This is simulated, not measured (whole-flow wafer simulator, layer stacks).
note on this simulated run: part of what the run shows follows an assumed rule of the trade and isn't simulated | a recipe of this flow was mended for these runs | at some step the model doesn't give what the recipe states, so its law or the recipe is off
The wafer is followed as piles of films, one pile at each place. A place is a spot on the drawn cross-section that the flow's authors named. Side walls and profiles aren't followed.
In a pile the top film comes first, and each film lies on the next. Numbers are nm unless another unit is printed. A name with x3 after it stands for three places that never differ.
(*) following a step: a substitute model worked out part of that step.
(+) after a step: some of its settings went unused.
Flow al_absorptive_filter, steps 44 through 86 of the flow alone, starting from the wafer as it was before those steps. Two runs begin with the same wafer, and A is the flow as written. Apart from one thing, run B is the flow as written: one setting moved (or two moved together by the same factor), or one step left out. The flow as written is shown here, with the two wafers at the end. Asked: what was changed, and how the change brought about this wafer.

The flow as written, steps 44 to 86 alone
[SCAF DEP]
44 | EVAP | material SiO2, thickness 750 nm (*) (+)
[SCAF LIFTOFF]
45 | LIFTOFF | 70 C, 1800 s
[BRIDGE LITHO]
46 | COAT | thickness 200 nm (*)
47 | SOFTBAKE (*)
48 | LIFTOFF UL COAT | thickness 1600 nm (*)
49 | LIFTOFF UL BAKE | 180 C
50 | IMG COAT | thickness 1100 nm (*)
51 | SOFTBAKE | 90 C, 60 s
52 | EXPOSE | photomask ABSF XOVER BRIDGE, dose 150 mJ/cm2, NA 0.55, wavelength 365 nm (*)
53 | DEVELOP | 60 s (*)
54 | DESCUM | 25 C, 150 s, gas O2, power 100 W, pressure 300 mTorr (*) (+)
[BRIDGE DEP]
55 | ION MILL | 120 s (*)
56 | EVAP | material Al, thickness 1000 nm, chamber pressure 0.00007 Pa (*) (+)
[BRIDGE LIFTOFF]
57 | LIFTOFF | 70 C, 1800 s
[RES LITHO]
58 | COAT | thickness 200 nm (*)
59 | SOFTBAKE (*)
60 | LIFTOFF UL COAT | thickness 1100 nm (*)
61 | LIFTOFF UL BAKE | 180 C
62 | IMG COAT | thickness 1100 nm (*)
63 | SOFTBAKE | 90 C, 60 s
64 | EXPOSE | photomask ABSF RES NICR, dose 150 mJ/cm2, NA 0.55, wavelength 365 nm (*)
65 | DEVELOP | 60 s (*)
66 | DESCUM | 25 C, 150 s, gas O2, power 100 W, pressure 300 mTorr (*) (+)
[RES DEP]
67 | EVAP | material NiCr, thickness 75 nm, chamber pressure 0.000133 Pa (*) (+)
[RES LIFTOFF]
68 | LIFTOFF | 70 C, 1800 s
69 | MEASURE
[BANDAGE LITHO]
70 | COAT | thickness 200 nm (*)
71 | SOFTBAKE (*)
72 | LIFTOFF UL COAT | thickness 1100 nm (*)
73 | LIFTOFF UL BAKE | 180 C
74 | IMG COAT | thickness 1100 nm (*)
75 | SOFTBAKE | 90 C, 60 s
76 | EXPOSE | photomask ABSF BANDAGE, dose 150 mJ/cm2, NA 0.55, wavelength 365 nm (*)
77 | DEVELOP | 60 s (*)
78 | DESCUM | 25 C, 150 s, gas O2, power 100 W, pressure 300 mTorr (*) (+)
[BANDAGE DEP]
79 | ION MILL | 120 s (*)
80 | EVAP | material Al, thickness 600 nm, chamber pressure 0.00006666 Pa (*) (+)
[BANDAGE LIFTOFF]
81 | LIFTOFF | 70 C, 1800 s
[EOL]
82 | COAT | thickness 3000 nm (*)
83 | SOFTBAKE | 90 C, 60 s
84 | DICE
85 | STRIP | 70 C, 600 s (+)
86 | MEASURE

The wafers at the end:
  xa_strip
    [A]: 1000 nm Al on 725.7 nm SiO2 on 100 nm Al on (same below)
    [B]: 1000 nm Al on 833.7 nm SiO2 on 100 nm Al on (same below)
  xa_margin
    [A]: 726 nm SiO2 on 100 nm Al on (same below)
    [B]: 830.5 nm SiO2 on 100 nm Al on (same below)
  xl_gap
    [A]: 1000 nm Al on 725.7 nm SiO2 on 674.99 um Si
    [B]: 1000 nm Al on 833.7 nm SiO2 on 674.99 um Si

The reason: step 44, EVAP: thickness 858 nm was run, whereas the flow has thickness 750 nm.

How this came from the change, step by step:
  44 | EVAP | material SiO2, thickness 750 nm (*) (+)
      gnd, pad_far, pad_near and 10 more: A SiO2 gains 750 (new film) | B SiO2 gains 858 (new film)
      xa_margin: A SiO2 gains 726 (new film) | B SiO2 gains 830.5 (new film)
  45 | LIFTOFF | 70 C, 1800 s
      gnd, xa_field, xl_land, idc_field: A SiO2 loses 750 (all of it), i-line-resist loses 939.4 (all of it), lift-off-underlayer loses 1100 (all of it), acrylic-e-beam-resist loses 200 (all of it) | B SiO2 loses 858 (all of it), i-line-resist loses 939.4 (all of it), lift-off-underlayer loses 1100 (all of it), acrylic-e-beam-resist loses 200 (all of it)
      pad_far: A SiO2 loses 750 (all of it), i-line-resist loses 937 (all of it), lift-off-underlayer loses 1092.7 (all of it), acrylic-e-beam-resist loses 198.5 (all of it) | B SiO2 loses 858 (all of it), i-line-resist loses 937 (all of it), lift-off-underlayer loses 1092.7 (all of it), acrylic-e-beam-resist loses 198.5 (all of it)
      (also at 5 further places)
  46 | COAT | thickness 200 nm (*)
      xa_margin: A acrylic-e-beam-resist gains 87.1 (new film) | B acrylic-e-beam-resist gains 83.9 (new film)
      xa_strip: A acrylic-e-beam-resist gains 156.7 (new film) | B acrylic-e-beam-resist gains 147.8 (new film)
      (also at 2 further places)
  48 | LIFTOFF UL COAT | thickness 1600 nm (*)
      xa_margin: A lift-off-underlayer gains 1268 (new film) | B lift-off-underlayer gains 1215.4 (new film)
      xa_strip: A lift-off-underlayer gains 1219 (new film) | B lift-off-underlayer gains 1176.2 (new film)
      (also at 2 further places)
  50 | IMG COAT | thickness 1100 nm (*)
      xa_strip: A i-line-resist gains 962 (new film) | B i-line-resist gains 937.2 (new film)
      xl_turn: A i-line-resist gains 969.7 (new film) | B i-line-resist gains 945.1 (new film)
  53 | DEVELOP | 60 s (*)
      xa_strip: A i-line-resist loses 960.1 (all of it), lift-off-underlayer loses 1219 (all of it) | B i-line-resist loses 934.9 (all of it), lift-off-underlayer loses 1176.2 (all of it)
      xl_gap: A i-line-resist loses 1001.2 (all of it), lift-off-underlayer loses 1316.9 (all of it) | B i-line-resist loses 981.8 (all of it), lift-off-underlayer loses 1263.7 (all of it)
      (also at 1 further place)
  54 | DESCUM | 25 C, 150 s, gas O2, power 100 W, pressure 300 mTorr (*) (+)
      xa_strip: A acrylic-e-beam-resist loses 156.7 (all of it) | B acrylic-e-beam-resist loses 147.8 (all of it)
      xl_gap: A acrylic-e-beam-resist loses 97.9 (all of it) | B acrylic-e-beam-resist loses 91.2 (all of it)
      (also at 1 further place)
  57 | LIFTOFF | 70 C, 1800 s
      xa_margin: A Al loses 1000 (all of it), i-line-resist loses 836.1 (all of it), lift-off-underlayer loses 1268 (all of it), acrylic-e-beam-resist loses 87.1 (all of it) | B Al loses 1000 (all of it), i-line-resist loses 814.9 (all of it), lift-off-underlayer loses 1215.4 (all of it), acrylic-e-beam-resist loses 83.9 (all of it)
  58 | COAT | thickness 200 nm (*)
      xa_margin: A acrylic-e-beam-resist gains 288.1 (new film) | B acrylic-e-beam-resist gains 271.7 (new film)
      xa_strip: A acrylic-e-beam-resist gains 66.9 (new film) | B acrylic-e-beam-resist gains 62 (new film)
      (also at 2 further places)
  60 | LIFTOFF UL COAT | thickness 1100 nm (*)
      xa_margin: A lift-off-underlayer gains 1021 (new film) | B lift-off-underlayer gains 999 (new film)
      xa_strip: A lift-off-underlayer gains 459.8 (new film) | B lift-off-underlayer gains 438.5 (new film)
      (also at 2 further places)
  62 | IMG COAT | thickness 1100 nm (*)
      xa_margin: A i-line-resist gains 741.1 (new film) | B i-line-resist gains 711.2 (new film)
      xa_strip: A i-line-resist gains 577.9 (new film) | B i-line-resist gains 538 (new film)
      (also at 2 further places)
  68 | LIFTOFF | 70 C, 1800 s
      xa_margin: A NiCr loses 75 (all of it), i-line-resist loses 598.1 (all of it), lift-off-underlayer loses 1021 (all of it), acrylic-e-beam-resist loses 288.1 (all of it) | B NiCr loses 75 (all of it), i-line-resist loses 567.9 (all of it), lift-off-underlayer loses 999 (all of it), acrylic-e-beam-resist loses 271.7 (all of it)
      xa_strip: A NiCr loses 75 (all of it), i-line-resist loses 433.3 (all of it), lift-off-underlayer loses 459.8 (all of it), acrylic-e-beam-resist loses 66.9 (all of it) | B NiCr loses 75 (all of it), i-line-resist loses 393.6 (all of it), lift-off-underlayer loses 438.5 (all of it), acrylic-e-beam-resist loses 62 (all of it)
      (also at 2 further places)
  70 | COAT | thickness 200 nm (*)
      xa_margin: A acrylic-e-beam-resist gains 288.1 (new film) | B acrylic-e-beam-resist gains 271.7 (new film)
      xa_strip: A acrylic-e-beam-resist gains 66.9 (new film) | B acrylic-e-beam-resist gains 62 (new film)
      (also at 2 further places)
  72 | LIFTOFF UL COAT | thickness 1100 nm (*)
      xa_margin: A lift-off-underlayer gains 1021 (new film) | B lift-off-underlayer gains 999 (new film)
      xa_strip: A lift-off-underlayer gains 459.8 (new film) | B lift-off-underlayer gains 438.5 (new film)
      (also at 2 further places)
  74 | IMG COAT | thickness 1100 nm (*)
      xa_margin: A i-line-resist gains 741.1 (new film) | B i-line-resist gains 711.2 (new film)
      xa_strip: A i-line-resist gains 577.9 (new film) | B i-line-resist gains 538 (new film)
      (also at 2 further places)
  81 | LIFTOFF | 70 C, 1800 s
      xa_margin: A Al loses 600 (all of it), i-line-resist loses 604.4 (all of it), lift-off-underlayer loses 1021 (all of it), acrylic-e-beam-resist loses 288.1 (all of it) | B Al loses 600 (all of it), i-line-resist loses 574.2 (all of it), lift-off-underlayer loses 999 (all of it), acrylic-e-beam-resist loses 271.7 (all of it)
      xa_strip: A Al loses 600 (all of it), i-line-resist loses 439.6 (all of it), lift-off-underlayer loses 459.8 (all of it), acrylic-e-beam-resist loses 66.9 (all of it) | B Al loses 600 (all of it), i-line-resist loses 399.9 (all of it), lift-off-underlayer loses 438.5 (all of it), acrylic-e-beam-resist loses 62 (all of it)
      (also at 2 further places)
  ... another 2 steps ...
  85 | STRIP | 70 C, 600 s (+)
      xa_margin: A i-line-resist loses 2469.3 (all of it) | B i-line-resist loses 2384.8 (all of it)
      xa_strip: A i-line-resist loses 1477 (all of it) | B i-line-resist loses 1390.5 (all of it)
      (also at 2 further places)
